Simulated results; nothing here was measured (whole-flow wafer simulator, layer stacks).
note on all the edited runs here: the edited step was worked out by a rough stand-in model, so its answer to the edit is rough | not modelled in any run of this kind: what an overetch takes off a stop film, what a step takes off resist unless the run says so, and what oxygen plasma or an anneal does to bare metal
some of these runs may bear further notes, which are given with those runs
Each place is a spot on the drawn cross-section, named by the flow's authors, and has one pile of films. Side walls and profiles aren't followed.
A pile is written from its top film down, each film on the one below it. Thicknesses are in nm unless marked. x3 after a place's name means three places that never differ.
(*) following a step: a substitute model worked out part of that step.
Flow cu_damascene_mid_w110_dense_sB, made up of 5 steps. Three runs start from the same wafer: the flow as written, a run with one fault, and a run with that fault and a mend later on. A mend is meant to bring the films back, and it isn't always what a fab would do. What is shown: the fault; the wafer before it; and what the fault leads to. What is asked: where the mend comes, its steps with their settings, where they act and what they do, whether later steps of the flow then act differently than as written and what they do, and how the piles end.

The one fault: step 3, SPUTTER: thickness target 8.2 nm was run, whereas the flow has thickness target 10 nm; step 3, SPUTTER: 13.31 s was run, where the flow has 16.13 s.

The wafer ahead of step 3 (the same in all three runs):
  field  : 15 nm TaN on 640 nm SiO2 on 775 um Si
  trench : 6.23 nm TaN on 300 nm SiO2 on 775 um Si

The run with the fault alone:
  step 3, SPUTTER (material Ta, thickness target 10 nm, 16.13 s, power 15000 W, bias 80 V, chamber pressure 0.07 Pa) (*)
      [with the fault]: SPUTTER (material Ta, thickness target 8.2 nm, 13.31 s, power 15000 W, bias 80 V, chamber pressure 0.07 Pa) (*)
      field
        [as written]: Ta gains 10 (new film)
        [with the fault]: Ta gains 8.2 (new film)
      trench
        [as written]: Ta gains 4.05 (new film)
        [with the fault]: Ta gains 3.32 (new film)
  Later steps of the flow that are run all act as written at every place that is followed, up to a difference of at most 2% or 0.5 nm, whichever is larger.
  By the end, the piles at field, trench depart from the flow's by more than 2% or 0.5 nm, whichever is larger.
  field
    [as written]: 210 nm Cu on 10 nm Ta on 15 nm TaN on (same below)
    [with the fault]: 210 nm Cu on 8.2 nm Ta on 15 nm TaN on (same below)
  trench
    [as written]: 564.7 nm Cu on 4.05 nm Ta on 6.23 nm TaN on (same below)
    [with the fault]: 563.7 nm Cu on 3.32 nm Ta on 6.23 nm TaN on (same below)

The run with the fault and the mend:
  The mend stands after step 3.
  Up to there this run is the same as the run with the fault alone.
  step 3a, SPUTTER (material Ta, thickness target 1.8 nm, 2.903 s, power 15000 W, bias 80 V, chamber pressure 0.07 Pa) (*) (the flow's step 3 again, with other settings)
      field
        Ta gains 1.8
      trench
        Ta gains 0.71
  Later steps of the flow that are run all act as written at every place that is followed.
  When the end is reached, the piles differ only a little from the flow's at the places that both follow, at most by 2% or 0.5 nm, whichever is larger.
